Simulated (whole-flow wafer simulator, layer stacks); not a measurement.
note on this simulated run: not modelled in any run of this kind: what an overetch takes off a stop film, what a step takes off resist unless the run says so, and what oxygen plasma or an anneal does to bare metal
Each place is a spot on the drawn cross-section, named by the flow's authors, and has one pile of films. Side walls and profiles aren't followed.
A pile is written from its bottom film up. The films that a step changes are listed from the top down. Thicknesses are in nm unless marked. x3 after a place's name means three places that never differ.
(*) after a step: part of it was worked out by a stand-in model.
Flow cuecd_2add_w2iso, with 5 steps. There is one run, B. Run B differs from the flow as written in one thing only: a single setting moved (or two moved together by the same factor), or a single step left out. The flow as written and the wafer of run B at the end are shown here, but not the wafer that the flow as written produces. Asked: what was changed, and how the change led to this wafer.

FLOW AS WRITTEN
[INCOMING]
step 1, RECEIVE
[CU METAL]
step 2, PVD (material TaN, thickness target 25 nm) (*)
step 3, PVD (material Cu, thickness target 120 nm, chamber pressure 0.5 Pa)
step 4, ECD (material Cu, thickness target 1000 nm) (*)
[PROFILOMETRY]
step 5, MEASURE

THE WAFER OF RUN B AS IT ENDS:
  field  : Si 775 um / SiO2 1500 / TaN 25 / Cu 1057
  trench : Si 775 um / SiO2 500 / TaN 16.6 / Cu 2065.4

The reason: step 3, PVD: thickness target 57 nm was run, whereas the flow has thickness target 120 nm.

How this came from the change, step by step:
  step 3, PVD (material Cu, thickness target 120 nm, chamber pressure 0.5 Pa)
      field: Cu gains 57 (new film) (it would be, as written: Cu gains 120 (new film))
      trench: Cu gains 38.5 (new film) (it would be, as written: Cu gains 80.8 (new film))
